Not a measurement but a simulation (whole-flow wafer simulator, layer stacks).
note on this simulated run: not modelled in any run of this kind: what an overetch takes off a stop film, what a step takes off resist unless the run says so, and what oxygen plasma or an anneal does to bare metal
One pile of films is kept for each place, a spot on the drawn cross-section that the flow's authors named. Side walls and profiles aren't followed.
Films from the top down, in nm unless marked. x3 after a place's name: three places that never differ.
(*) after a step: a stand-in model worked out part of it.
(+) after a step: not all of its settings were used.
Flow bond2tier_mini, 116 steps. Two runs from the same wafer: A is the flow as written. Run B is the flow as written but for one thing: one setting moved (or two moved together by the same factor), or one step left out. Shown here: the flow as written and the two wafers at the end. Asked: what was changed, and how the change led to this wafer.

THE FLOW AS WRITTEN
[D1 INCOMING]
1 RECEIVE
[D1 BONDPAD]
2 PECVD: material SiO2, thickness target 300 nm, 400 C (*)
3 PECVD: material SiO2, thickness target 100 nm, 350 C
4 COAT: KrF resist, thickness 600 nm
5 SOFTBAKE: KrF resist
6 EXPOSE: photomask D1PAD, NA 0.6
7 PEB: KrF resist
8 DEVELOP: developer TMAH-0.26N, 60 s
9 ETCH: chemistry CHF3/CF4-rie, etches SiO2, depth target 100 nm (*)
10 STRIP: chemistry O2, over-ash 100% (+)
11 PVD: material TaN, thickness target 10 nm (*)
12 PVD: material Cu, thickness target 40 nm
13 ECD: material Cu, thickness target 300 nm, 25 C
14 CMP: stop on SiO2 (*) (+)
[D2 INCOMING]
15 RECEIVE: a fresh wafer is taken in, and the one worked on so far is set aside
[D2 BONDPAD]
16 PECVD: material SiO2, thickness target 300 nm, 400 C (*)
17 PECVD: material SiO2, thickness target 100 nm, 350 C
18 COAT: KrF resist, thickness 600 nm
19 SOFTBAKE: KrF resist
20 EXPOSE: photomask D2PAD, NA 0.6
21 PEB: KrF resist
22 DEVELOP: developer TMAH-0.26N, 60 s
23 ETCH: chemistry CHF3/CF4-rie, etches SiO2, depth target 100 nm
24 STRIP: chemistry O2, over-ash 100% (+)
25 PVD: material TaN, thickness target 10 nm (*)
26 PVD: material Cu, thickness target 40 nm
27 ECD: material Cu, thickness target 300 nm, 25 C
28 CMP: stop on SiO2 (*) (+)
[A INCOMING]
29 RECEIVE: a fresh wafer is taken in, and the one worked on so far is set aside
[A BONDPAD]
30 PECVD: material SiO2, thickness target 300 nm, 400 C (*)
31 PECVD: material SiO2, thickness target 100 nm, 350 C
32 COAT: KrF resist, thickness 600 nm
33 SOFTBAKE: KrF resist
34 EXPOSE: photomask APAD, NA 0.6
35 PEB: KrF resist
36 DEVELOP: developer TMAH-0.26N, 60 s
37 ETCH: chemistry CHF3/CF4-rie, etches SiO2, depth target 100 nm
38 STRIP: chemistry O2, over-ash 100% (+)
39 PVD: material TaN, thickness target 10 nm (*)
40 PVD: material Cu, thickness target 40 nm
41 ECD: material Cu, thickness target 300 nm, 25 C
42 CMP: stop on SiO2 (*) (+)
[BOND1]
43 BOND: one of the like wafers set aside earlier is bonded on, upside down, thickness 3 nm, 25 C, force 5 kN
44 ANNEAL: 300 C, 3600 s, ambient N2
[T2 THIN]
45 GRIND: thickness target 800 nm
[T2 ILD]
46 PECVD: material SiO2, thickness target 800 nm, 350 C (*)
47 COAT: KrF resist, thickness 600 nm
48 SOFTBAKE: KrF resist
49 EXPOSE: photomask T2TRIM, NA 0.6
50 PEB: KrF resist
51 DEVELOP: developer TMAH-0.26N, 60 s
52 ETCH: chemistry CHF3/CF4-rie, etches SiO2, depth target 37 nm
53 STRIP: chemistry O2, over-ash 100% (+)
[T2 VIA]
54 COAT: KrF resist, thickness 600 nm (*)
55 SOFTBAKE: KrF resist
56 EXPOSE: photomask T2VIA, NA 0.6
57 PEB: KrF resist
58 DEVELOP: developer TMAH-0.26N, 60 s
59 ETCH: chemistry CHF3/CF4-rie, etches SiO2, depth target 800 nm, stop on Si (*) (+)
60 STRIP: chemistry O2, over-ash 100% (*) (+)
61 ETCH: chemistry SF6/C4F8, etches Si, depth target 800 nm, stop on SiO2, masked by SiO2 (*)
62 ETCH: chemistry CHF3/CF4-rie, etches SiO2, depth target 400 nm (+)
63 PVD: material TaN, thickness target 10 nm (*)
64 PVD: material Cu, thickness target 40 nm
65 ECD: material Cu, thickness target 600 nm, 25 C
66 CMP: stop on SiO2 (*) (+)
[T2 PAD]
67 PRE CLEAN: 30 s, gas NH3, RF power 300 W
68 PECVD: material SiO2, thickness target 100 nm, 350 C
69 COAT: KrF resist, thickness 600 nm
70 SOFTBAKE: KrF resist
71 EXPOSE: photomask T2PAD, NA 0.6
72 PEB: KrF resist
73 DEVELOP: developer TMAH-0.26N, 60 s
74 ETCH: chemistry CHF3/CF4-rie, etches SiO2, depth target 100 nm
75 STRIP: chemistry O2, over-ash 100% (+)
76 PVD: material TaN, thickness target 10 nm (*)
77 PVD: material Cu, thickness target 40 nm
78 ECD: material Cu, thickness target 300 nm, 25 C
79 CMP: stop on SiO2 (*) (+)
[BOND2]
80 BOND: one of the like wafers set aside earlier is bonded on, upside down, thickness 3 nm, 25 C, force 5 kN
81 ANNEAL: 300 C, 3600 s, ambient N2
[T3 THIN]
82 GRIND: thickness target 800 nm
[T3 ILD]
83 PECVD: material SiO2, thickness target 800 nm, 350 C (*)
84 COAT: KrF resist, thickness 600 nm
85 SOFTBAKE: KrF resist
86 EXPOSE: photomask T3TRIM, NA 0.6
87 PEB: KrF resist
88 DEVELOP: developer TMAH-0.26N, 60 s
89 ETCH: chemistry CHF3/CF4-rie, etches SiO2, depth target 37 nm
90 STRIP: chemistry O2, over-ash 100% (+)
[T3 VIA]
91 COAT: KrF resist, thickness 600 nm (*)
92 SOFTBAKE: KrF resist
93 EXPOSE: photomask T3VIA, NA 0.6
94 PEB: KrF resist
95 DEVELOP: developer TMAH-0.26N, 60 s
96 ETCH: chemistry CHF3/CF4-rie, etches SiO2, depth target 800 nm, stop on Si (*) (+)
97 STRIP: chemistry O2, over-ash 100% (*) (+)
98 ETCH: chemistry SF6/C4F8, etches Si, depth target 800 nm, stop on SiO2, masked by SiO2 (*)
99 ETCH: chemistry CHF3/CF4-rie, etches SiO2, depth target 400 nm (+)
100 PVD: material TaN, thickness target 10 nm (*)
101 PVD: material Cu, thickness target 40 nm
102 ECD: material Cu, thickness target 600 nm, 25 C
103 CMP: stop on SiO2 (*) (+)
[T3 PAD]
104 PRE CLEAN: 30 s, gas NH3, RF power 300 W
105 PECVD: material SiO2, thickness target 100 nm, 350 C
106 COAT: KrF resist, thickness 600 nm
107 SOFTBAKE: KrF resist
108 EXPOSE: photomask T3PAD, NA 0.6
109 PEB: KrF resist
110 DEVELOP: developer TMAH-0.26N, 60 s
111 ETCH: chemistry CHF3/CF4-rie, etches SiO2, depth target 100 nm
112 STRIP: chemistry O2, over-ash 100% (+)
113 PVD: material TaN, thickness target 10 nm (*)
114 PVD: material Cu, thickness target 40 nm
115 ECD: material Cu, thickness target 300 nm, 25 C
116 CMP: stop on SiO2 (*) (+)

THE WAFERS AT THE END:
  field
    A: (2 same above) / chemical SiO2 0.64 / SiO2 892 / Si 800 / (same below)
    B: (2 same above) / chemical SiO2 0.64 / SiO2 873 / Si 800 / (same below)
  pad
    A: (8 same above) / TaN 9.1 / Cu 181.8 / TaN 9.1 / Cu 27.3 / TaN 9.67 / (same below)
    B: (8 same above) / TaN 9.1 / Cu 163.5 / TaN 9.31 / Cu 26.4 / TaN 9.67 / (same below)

The cause: step 68, PECVD: thickness target 81 nm was run, where the flow has thickness target 100 nm.

How the change led to this, step by step:
  68 PECVD: material SiO2, thickness target 100 nm, 350 C
      field: A SiO2 +100 | B SiO2 +81
      pad: A SiO2 +100 (new film) | B SiO2 +81 (new film)
  74 ETCH: chemistry CHF3/CF4-rie, etches SiO2, depth target 100 nm
      pad: A SiO2 -100 (all of it) | B SiO2 -81 (all of it), Cu -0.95
  78 ECD: material Cu, thickness target 300 nm, 25 C
      pad: A Cu +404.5 | B Cu +385.6
